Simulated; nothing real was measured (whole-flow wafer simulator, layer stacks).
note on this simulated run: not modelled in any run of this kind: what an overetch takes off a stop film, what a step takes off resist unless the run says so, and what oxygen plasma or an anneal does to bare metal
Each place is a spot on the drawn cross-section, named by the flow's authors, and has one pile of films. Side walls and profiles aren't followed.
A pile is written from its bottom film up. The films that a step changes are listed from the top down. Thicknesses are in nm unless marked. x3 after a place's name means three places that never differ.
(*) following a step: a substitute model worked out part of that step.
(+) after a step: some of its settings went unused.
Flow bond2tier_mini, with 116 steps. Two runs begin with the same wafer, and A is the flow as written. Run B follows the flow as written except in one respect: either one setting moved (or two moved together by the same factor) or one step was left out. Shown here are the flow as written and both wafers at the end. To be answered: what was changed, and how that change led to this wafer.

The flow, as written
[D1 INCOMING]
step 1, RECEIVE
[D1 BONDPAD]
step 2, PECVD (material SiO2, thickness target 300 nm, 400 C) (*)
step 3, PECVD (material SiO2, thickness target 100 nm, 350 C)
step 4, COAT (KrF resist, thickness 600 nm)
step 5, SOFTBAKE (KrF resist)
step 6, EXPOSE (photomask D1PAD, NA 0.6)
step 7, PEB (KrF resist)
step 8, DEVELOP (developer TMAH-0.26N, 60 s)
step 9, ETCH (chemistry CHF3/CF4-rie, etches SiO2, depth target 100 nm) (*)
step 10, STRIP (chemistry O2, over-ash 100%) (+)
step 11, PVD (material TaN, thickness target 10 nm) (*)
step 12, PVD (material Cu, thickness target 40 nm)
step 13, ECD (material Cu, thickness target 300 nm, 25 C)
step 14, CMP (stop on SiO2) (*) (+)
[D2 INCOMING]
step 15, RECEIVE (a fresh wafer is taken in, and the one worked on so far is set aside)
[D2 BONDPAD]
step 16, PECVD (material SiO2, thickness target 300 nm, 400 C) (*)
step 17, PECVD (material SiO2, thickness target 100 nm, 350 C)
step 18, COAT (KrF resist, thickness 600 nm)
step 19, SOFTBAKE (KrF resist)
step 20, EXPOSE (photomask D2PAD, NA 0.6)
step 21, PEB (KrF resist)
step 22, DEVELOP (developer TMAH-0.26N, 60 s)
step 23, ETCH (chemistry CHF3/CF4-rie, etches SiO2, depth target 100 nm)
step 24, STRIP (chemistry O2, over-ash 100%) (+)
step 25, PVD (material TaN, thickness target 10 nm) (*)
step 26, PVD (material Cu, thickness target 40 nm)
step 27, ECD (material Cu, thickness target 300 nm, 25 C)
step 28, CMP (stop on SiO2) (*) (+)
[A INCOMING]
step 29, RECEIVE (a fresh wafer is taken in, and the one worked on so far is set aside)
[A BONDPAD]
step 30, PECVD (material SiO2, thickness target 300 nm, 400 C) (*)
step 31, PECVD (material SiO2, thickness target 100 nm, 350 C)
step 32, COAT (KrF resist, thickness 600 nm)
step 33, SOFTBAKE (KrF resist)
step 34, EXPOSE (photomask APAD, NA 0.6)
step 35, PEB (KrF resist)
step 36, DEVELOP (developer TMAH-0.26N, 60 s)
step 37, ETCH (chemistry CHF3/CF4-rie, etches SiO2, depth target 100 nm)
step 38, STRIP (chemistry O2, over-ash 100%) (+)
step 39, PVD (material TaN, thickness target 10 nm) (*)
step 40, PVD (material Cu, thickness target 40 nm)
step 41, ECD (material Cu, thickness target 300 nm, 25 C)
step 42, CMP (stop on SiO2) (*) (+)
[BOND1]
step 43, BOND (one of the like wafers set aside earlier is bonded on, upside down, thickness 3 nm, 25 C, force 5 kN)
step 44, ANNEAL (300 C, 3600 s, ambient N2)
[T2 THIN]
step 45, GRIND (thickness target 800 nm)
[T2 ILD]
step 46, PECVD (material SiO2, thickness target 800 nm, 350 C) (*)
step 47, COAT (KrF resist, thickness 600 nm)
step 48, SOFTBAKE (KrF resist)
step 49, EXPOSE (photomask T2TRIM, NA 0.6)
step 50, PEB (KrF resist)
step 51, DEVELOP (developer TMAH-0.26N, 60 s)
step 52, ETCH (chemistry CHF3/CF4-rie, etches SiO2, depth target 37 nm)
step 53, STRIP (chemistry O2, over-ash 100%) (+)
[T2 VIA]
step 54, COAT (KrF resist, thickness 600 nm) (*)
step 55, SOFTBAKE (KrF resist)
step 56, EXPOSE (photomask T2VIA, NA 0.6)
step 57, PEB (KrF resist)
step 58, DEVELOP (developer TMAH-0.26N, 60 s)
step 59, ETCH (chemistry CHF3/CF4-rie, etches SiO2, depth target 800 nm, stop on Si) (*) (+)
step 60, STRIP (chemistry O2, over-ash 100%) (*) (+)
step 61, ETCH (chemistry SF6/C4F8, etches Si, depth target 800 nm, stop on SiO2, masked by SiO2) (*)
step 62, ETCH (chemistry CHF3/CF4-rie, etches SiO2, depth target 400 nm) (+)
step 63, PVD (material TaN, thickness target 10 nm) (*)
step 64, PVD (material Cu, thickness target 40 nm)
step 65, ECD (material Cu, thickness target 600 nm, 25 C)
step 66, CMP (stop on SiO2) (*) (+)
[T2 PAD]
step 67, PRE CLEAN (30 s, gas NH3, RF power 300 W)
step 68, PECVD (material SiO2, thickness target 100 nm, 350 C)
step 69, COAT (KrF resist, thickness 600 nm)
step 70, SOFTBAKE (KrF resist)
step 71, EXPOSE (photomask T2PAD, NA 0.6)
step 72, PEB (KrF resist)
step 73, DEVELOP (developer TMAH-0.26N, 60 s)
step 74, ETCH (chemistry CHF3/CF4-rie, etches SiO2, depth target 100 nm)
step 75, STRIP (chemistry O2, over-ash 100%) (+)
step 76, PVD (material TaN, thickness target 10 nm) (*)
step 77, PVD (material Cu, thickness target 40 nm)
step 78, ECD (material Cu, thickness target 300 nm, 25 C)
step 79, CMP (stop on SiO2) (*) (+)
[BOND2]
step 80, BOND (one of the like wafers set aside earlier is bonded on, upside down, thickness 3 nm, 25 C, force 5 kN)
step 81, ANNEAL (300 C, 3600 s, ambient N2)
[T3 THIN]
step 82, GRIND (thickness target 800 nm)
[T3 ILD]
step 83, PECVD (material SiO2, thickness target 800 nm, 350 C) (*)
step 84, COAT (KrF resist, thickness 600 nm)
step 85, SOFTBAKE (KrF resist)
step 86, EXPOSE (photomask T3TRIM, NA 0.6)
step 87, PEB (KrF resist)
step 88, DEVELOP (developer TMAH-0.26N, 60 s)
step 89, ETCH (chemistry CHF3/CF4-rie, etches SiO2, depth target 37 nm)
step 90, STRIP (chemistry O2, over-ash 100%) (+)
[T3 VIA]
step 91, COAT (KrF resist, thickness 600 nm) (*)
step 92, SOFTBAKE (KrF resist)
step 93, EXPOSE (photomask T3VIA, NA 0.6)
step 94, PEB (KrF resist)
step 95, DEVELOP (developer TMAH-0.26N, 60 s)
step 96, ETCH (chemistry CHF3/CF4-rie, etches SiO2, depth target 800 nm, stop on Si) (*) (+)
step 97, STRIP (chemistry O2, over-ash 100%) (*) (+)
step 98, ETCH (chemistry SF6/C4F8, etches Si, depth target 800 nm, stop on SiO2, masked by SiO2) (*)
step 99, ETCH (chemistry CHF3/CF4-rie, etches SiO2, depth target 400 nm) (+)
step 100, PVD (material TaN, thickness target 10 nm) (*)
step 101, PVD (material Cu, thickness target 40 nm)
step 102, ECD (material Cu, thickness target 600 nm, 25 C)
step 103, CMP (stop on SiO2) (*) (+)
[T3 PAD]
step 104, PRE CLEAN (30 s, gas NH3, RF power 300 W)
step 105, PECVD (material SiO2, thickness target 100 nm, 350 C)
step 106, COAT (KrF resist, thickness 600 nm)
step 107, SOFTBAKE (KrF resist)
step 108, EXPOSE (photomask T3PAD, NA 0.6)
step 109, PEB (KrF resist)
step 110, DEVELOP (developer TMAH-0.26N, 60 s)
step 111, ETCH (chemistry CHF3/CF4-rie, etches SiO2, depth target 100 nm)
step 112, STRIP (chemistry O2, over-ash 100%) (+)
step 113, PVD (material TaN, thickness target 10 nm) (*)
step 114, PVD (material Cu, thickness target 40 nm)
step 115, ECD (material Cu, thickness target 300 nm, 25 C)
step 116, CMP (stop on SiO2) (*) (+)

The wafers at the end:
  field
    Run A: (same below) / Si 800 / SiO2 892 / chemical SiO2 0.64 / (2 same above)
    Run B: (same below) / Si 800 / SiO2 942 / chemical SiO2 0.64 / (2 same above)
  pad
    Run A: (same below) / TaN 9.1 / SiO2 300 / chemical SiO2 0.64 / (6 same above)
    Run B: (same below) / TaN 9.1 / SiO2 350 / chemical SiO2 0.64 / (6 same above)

The reason: step 17, PECVD: thickness target 150 nm was run, while the flow as written has thickness target 100 nm.

The path from the change to this, step by step:
  step 17, PECVD (material SiO2, thickness target 100 nm, 350 C)
      field, pad, via: A SiO2 gains 100 | B SiO2 gains 150
  step 80, BOND (one of the like wafers set aside earlier is bonded on, upside down, thickness 3 nm, 25 C, force 5 kN)
      field: A Si gains 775 um (new film), chemical SiO2 gains 0.64 (new film), SiO2 gains 400 | B Si gains 775 um (new film), chemical SiO2 gains 0.64 (new film), SiO2 gains 450
      pad: A Si gains 775 um (new film), chemical SiO2 gains 0.64 (new film), SiO2 gains 300 (new film), TaN gains 9.1 (new film), Cu gains 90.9 | B Si gains 775 um (new film), chemical SiO2 gains 0.64 (new film), SiO2 gains 350 (new film), TaN gains 9.1 (new film), Cu gains 90.9
